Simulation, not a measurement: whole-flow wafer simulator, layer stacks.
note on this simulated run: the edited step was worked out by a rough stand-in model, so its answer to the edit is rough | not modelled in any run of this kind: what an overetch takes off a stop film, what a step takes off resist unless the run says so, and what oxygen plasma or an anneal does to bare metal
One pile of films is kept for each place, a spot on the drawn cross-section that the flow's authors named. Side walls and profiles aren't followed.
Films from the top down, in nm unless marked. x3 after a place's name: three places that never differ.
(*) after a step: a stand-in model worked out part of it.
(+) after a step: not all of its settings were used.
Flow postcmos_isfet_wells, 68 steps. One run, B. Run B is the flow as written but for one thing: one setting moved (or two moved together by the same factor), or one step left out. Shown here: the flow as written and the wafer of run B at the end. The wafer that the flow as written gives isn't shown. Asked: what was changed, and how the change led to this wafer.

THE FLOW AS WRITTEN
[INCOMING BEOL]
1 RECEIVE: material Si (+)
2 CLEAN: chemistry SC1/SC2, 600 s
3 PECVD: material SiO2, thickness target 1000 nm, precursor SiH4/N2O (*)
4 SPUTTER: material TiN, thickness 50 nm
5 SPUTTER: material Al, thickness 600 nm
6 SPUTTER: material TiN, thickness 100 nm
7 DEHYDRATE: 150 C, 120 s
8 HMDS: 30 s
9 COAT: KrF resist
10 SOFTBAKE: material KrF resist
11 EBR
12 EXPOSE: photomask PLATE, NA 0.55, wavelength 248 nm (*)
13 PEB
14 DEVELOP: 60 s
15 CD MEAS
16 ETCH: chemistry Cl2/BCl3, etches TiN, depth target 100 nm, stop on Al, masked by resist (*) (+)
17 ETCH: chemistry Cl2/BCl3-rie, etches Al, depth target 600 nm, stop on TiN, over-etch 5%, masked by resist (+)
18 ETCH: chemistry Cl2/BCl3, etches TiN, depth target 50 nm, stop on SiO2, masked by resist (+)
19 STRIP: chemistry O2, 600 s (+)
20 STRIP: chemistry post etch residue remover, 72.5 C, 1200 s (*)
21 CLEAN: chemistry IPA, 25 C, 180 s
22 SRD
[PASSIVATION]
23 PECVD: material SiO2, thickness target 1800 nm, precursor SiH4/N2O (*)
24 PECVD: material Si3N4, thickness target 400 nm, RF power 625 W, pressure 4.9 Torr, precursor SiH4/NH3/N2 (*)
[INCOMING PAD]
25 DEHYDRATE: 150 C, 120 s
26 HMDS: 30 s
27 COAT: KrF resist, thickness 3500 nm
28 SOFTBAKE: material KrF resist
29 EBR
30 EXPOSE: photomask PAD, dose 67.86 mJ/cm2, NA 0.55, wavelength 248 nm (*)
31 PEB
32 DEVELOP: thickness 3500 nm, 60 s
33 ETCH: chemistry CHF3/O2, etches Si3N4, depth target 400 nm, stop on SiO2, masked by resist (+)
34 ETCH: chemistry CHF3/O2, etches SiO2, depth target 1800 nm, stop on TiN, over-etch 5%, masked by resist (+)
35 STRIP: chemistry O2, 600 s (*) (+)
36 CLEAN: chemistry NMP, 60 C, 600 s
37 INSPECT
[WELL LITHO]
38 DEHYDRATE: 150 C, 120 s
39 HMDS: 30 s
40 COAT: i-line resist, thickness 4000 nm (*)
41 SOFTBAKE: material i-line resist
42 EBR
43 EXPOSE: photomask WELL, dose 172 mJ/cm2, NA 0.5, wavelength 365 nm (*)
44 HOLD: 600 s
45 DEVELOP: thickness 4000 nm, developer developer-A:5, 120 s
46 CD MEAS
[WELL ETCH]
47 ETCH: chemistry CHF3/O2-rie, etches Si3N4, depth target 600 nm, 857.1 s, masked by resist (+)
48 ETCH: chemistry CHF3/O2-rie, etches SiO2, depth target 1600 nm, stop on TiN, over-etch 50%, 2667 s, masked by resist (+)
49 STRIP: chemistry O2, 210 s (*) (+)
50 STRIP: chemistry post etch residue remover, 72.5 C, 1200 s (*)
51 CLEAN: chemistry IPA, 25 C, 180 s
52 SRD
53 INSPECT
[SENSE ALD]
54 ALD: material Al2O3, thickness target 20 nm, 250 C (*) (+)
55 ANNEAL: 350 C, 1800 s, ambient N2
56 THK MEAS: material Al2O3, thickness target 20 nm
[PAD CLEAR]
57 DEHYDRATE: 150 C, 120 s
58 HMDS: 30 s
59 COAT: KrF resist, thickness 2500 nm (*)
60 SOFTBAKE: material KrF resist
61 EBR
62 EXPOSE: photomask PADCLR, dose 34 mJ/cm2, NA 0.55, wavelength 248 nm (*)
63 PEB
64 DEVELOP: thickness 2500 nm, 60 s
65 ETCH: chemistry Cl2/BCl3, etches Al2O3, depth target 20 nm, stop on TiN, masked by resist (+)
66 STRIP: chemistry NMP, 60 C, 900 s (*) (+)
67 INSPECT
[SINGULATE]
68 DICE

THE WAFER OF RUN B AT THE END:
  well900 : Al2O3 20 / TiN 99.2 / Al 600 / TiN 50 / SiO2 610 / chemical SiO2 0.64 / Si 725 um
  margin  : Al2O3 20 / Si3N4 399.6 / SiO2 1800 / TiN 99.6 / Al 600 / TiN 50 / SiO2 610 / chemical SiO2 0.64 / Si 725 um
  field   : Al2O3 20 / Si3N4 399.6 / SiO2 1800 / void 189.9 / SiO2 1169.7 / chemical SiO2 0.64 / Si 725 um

The cause: step 3, PECVD: thickness target 610 nm was run, where the flow has thickness target 1000 nm.
It can be read off the wafer: well900 has SiO2 610, and step 3 as written asks for 1000 nm.

How the change led to this, step by step:
  3 PECVD: material SiO2, thickness target 1000 nm, precursor SiH4/N2O (*)
      field, margin, well900, well1300 x3, pad_rim, pad_clr, pad_open: SiO2 +610 (new film) (as written it would be: SiO2 +1000 (new film))
